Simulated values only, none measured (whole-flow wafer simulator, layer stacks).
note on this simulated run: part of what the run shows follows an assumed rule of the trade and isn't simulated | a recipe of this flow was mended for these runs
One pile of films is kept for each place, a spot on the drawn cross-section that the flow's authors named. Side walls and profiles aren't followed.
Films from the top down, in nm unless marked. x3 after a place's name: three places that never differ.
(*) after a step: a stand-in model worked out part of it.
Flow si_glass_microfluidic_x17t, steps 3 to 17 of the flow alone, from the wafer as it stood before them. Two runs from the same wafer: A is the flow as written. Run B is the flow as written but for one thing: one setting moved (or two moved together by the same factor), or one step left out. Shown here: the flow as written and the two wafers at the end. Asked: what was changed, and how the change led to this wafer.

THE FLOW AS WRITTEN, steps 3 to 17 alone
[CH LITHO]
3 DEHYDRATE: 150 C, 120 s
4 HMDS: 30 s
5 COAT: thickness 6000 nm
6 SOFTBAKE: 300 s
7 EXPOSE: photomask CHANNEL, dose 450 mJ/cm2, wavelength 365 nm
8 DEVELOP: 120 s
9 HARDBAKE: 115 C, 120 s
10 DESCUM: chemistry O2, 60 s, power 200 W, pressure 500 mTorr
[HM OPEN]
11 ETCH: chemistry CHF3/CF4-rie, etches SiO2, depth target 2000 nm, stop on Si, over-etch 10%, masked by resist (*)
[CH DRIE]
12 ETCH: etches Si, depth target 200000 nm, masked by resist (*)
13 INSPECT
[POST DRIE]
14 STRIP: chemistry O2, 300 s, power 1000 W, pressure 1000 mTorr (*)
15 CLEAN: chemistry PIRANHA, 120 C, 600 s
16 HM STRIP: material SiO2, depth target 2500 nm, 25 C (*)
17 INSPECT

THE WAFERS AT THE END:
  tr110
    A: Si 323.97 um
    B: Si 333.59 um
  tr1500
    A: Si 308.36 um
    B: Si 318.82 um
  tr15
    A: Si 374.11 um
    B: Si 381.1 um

The cause: step 5, COAT: thickness 5280 nm was run, where the flow has thickness 6000 nm; step 11, ETCH: depth target 1760 nm was run, where the flow has depth target 2000 nm.

How the change led to this, step by step:
  5 COAT: thickness 6000 nm
      land, tr110, tr1500, tr15: A thick-i-line-resist +6000 (new film) | B thick-i-line-resist +5280 (new film)
  8 DEVELOP: 120 s
      tr110, tr1500, tr15: A thick-i-line-resist -6000 (all of it) | B thick-i-line-resist -5280 (all of it)
  9 HARDBAKE: 115 C, 120 s
      land: A thick-i-line-resist -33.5 | B thick-i-line-resist -27.9
  11 ETCH: chemistry CHF3/CF4-rie, etches SiO2, depth target 2000 nm, stop on Si, over-etch 10%, masked by resist (*)
      tr110, tr1500, tr15: A SiO2 -2000 (all of it), Si -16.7 | B SiO2 -1936
      land: A thick-i-line-resist -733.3 | B thick-i-line-resist -645.3
  12 ETCH: etches Si, depth target 200000 nm, masked by resist (*)
      tr110: A Si -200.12 um | B SiO2 -64 (all of it), Si -190.52 um
      tr1500: A Si -215.73 um | B SiO2 -64 (all of it), Si -205.3 um
      (and at 1 more place)
  14 STRIP: chemistry O2, 300 s, power 1000 W, pressure 1000 mTorr (*)
      land: A thick-i-line-resist -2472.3 (all of it) | B thick-i-line-resist -1847.1 (all of it)
